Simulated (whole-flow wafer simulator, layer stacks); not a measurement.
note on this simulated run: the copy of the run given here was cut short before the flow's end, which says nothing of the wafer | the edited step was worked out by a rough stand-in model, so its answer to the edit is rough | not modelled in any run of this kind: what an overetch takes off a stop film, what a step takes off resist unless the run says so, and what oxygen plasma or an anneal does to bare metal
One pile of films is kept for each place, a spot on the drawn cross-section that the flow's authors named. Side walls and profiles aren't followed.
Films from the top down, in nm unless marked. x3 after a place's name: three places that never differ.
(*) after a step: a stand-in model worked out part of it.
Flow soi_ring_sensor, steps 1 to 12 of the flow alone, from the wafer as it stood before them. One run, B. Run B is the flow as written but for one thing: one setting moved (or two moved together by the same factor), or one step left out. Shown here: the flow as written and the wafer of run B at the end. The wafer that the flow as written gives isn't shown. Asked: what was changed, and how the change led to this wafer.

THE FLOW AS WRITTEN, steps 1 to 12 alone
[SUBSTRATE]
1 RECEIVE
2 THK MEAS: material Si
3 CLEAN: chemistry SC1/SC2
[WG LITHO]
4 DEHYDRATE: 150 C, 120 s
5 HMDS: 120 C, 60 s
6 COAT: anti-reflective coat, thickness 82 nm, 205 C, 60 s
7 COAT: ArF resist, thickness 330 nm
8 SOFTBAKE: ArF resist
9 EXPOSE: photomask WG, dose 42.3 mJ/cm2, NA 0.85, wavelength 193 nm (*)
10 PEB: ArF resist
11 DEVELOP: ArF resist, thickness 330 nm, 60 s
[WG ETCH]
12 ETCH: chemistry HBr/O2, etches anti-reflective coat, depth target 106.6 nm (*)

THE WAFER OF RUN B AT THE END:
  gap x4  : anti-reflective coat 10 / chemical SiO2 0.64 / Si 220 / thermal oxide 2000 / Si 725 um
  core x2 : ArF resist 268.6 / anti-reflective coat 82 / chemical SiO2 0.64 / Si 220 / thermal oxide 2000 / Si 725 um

The cause: step 12, ETCH: depth target 72 nm was run, where the flow has depth target 106.6 nm.

How the change led to this, step by step:
  12 ETCH: chemistry HBr/O2, etches anti-reflective coat, depth target 106.6 nm (*)
      gap x4: anti-reflective coat -72 (as written it would be: anti-reflective coat -82 (all of it), chemical SiO2 -0.64 (all of it))
      core x2: ArF resist -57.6 (as written it would be: ArF resist -85.3)
